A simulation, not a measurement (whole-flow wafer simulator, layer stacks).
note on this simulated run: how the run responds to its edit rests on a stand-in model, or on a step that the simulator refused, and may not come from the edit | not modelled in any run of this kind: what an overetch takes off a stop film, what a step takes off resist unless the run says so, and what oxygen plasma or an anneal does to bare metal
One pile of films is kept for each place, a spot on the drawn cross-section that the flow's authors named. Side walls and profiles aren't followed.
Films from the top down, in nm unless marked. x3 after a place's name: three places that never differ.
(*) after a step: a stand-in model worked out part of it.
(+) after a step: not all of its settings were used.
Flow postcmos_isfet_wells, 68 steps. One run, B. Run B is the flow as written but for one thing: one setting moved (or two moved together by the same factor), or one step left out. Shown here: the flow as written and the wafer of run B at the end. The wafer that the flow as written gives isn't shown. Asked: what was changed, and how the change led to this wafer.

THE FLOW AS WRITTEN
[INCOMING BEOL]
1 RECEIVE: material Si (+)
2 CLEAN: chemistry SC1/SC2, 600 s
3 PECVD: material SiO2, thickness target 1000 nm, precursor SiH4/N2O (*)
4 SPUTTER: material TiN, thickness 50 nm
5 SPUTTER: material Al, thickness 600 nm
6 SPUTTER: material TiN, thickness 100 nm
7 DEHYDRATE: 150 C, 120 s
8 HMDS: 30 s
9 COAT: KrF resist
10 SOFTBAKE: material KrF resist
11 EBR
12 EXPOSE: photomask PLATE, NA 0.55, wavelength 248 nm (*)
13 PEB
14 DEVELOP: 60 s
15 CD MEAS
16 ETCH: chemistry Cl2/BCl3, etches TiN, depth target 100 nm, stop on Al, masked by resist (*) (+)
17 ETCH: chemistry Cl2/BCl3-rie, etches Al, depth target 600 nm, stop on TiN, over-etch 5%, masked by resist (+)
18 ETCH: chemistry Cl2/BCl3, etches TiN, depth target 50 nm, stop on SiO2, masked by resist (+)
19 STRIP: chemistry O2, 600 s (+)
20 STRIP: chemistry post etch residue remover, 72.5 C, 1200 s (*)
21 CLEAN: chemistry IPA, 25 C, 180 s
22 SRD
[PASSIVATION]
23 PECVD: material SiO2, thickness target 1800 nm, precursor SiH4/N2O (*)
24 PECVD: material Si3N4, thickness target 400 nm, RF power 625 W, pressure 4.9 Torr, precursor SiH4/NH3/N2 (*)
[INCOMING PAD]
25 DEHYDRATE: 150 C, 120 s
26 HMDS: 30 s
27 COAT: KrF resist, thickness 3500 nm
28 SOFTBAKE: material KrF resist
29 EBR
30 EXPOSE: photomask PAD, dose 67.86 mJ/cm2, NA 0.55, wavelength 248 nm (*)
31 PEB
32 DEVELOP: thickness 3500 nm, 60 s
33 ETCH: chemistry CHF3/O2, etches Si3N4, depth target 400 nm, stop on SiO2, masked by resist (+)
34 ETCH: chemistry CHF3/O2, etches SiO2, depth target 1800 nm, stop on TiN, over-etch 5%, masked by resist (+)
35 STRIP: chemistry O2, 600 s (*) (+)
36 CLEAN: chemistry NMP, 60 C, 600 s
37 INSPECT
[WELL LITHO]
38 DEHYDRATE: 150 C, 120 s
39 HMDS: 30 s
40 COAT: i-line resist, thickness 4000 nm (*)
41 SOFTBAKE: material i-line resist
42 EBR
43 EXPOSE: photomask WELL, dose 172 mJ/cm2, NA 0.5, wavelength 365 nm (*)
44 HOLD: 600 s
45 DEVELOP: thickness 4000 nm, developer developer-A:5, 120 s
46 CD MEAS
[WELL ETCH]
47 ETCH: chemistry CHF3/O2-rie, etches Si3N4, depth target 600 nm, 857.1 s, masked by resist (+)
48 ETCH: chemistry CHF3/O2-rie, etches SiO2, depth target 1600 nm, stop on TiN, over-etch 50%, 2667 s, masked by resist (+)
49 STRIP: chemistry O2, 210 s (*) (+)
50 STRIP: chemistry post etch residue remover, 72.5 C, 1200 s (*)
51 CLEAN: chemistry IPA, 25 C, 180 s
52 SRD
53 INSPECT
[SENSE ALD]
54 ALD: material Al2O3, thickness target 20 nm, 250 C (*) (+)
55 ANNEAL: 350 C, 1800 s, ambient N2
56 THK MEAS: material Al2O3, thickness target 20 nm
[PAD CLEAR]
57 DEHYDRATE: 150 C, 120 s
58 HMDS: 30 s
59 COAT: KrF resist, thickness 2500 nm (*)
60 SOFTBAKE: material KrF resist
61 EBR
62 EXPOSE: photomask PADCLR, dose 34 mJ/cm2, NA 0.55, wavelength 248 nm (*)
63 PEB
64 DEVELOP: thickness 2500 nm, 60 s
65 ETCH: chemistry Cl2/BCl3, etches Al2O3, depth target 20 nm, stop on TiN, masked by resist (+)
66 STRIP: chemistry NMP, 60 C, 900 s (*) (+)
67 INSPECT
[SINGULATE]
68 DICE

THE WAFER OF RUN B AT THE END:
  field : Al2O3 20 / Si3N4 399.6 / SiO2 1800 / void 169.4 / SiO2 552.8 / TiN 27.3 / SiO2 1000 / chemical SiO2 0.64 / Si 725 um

The cause: step 17, ETCH: depth target 534 nm was run, where the flow has depth target 600 nm.

How the change led to this, step by step:
  17 ETCH: chemistry Cl2/BCl3-rie, etches Al, depth target 600 nm, stop on TiN, over-etch 5%, masked by resist (+)
      field: Al -534 (as written it would be: Al -600 (all of it))
      margin, well900, well1300 x3, pad_rim, pad_clr, pad_open: KrF resist -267 (as written it would be: KrF resist -300)
  18 ETCH: chemistry Cl2/BCl3, etches TiN, depth target 50 nm, stop on SiO2, masked by resist (+)
      field: Al -66 (all of it), TiN -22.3 (as written it would be: TiN -50 (all of it))
  19 STRIP: chemistry O2, 600 s (+)
      margin, well900, well1300 x3, pad_rim, pad_clr, pad_open: KrF resist -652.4 (all of it) (as written it would be: KrF resist -619.4 (all of it))
  23 PECVD: material SiO2, thickness target 1800 nm, precursor SiH4/N2O (*)
      field: SiO2 +1800 (new film), void +169.4 (new film), SiO2 +552.8 (new film) (as written it would be: SiO2 +1800 (new film), void +189.9 (new film), SiO2 +559.7)
Counting metal films that touch as one body, field has 1 body; the flow as written gives 0 bodies.
